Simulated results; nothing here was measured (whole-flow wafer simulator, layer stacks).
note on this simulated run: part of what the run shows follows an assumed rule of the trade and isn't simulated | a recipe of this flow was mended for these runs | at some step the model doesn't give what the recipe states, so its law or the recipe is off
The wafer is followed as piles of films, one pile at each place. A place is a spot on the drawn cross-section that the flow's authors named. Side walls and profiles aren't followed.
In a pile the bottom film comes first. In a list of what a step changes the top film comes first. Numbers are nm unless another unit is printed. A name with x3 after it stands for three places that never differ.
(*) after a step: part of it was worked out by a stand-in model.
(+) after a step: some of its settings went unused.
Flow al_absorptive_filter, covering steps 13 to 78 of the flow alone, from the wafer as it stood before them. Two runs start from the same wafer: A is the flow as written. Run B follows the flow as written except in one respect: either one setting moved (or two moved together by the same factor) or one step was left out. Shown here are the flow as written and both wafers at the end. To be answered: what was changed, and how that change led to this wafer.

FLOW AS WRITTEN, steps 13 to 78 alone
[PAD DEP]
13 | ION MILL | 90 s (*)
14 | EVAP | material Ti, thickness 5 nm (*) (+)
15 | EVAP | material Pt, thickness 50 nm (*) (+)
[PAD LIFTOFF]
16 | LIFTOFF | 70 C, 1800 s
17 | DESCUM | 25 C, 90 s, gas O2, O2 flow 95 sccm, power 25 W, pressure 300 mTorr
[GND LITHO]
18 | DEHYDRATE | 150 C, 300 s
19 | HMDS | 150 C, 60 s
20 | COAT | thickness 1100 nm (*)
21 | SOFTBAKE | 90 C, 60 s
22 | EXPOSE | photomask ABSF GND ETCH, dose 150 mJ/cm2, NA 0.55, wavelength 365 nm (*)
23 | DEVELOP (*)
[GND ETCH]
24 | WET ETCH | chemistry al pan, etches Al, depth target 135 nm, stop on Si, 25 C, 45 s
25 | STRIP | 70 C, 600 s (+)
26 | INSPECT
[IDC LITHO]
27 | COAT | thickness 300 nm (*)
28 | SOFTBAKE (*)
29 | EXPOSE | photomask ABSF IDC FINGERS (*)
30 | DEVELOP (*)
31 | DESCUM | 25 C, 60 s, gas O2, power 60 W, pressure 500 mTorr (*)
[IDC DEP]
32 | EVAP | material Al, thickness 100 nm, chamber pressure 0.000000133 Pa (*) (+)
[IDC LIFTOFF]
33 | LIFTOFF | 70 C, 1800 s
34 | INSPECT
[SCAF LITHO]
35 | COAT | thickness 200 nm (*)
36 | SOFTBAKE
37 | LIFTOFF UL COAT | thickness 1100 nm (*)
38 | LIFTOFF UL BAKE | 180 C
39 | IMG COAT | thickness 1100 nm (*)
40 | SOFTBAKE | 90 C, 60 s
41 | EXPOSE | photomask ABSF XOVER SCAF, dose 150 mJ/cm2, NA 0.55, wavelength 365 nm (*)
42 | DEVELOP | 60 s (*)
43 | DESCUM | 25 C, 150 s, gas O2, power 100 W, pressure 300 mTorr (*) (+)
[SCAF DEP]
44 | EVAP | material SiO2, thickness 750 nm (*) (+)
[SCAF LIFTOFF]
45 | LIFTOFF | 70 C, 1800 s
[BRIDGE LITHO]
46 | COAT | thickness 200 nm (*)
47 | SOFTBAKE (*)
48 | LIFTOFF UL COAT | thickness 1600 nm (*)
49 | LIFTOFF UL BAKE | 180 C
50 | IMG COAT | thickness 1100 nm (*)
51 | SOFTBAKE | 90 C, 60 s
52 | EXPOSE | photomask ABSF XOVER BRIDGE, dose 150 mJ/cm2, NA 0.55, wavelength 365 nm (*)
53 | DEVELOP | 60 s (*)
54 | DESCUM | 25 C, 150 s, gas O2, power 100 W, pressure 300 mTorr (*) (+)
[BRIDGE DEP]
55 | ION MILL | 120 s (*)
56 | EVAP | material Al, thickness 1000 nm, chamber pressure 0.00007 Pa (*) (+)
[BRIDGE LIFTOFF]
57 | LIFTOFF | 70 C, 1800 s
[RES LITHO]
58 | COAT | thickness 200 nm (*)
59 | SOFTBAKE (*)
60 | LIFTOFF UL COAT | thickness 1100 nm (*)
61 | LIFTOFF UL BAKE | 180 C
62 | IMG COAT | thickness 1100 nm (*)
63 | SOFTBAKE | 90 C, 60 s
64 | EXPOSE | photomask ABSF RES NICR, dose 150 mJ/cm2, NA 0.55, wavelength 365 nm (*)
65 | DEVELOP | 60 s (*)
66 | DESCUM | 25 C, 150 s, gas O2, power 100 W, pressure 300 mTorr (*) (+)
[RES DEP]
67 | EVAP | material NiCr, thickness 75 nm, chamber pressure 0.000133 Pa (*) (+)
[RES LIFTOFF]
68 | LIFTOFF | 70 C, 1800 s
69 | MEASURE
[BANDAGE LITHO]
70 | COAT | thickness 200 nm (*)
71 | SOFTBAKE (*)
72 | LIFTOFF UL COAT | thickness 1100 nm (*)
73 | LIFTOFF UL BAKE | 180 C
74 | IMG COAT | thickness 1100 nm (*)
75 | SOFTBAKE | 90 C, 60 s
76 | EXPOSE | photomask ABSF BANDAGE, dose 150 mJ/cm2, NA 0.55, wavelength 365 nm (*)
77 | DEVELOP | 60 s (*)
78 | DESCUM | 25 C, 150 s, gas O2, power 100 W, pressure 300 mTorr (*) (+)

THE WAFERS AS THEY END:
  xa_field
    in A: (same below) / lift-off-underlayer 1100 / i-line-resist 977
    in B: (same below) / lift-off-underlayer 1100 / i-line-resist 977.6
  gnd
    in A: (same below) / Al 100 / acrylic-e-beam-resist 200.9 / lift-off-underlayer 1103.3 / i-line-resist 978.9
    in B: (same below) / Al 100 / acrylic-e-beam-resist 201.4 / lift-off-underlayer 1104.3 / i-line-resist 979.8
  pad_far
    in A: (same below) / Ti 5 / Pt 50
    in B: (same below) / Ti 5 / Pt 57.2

The reason: step 15, EVAP: thickness 57.2 nm was run, whereas the flow has thickness 50 nm.
The wafer lets one read it off: pad_far has Pt 57.2, and step 15 as written asks for 50 nm.

How this came from the change, step by step:
  15 | EVAP | material Pt, thickness 50 nm (*) (+)
      gnd, pad_far, pad_near and 11 more: A Pt gains 50 (new film) | B Pt gains 57.2 (new film)
  16 | LIFTOFF | 70 C, 1800 s
      gnd, ledge, res and 9 more: A Pt loses 50 (all of it), Ti loses 5 (all of it), i-line-resist loses 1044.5 (all of it), lift-off-underlayer loses 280 (all of it) | B Pt loses 57.2 (all of it), Ti loses 5 (all of it), i-line-resist loses 1044.5 (all of it), lift-off-underlayer loses 280 (all of it)
